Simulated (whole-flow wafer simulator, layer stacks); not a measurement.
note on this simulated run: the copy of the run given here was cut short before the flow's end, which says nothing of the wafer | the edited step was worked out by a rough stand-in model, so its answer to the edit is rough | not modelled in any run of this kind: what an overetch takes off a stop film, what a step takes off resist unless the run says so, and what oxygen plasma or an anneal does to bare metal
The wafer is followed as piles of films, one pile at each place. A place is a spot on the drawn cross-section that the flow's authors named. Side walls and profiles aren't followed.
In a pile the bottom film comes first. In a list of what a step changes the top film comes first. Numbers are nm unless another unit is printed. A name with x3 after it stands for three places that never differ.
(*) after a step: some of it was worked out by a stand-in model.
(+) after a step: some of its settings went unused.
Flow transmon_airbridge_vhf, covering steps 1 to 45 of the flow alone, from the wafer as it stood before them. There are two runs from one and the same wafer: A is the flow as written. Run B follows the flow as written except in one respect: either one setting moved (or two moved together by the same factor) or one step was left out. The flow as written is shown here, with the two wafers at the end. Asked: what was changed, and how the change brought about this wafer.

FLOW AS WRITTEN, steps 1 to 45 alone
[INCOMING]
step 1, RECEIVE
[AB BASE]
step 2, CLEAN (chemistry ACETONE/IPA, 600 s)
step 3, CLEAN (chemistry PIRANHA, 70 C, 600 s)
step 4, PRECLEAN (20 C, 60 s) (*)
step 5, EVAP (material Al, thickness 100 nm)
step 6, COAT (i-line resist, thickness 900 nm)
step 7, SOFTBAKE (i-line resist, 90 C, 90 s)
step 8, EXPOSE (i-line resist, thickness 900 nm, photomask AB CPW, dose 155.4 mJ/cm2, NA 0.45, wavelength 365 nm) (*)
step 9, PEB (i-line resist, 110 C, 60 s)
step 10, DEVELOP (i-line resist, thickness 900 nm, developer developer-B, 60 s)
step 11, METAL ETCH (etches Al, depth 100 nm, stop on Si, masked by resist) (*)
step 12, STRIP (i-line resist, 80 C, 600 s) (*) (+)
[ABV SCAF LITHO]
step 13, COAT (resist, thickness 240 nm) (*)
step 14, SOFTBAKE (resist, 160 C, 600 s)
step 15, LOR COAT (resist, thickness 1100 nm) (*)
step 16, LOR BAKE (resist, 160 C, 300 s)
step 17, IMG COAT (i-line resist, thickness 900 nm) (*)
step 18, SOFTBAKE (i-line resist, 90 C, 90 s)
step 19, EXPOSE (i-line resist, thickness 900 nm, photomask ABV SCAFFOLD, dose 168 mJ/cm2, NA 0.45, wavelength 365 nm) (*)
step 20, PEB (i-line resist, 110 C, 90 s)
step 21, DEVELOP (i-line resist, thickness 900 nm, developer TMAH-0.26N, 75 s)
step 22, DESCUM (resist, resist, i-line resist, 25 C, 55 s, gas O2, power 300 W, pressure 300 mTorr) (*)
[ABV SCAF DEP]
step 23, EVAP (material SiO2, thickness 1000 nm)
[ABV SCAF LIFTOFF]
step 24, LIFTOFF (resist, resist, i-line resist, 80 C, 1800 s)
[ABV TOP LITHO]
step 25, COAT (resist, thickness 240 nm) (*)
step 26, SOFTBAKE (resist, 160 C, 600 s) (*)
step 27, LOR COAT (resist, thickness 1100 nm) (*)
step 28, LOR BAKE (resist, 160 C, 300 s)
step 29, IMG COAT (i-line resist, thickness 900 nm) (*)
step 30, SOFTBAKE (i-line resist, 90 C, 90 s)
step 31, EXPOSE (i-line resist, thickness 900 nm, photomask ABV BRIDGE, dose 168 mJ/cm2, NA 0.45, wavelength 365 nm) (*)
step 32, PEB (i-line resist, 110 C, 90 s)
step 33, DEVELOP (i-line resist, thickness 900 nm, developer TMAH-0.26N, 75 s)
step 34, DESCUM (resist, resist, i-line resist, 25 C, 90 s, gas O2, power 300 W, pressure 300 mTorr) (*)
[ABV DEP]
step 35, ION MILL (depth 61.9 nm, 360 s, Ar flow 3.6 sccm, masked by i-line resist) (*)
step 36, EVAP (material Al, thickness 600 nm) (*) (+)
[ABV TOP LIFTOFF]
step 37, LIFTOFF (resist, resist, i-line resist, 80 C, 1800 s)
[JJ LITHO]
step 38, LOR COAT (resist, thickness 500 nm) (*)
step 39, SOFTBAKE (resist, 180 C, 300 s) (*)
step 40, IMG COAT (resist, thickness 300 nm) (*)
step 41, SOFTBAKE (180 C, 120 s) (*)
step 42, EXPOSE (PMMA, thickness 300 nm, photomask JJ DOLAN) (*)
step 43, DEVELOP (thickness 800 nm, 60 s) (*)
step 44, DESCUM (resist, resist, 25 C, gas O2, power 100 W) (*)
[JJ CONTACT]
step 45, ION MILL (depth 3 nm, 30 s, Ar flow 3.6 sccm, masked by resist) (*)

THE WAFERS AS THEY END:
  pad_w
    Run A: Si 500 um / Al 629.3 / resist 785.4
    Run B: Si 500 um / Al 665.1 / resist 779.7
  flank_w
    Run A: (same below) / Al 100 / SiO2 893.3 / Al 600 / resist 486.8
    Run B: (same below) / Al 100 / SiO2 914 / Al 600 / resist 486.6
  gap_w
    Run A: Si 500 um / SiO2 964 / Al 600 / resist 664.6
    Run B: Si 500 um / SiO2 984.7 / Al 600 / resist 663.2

The reason: step 35, ION MILL: 153 s was run, whereas the flow has 360 s.

Step by step, how the change led to this:
  step 35, ION MILL (depth 61.9 nm, 360 s, Ar flow 3.6 sccm, masked by i-line resist) (*)
      field x3, jj_line, ground_far, trace_open_s x2, margin_s, margin_n: A -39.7 i-line resist | B -16.9 i-line resist
      flank_w, gap_w, cpw_trace, gap_e, flank_e, bridge_strip: A -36 SiO2 | B -15.3 SiO2
      (and at 2 other places as well)
  step 37, LIFTOFF (resist, resist, i-line resist, 80 C, 1800 s)
      field x3, jj_line, trace_open_s x2: A -600 Al (all of it), -600 i-line resist (all of it), -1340 resist (all of it) | B -600 Al (all of it), -622.8 i-line resist (all of it), -1340 resist (all of it)
      margin_s, margin_n: A -600 Al (all of it), -318.3 i-line resist (all of it), -992 resist (all of it) | B -600 Al (all of it), -341.1 i-line resist (all of it), -992 resist (all of it)
      (and at 1 other place as well)
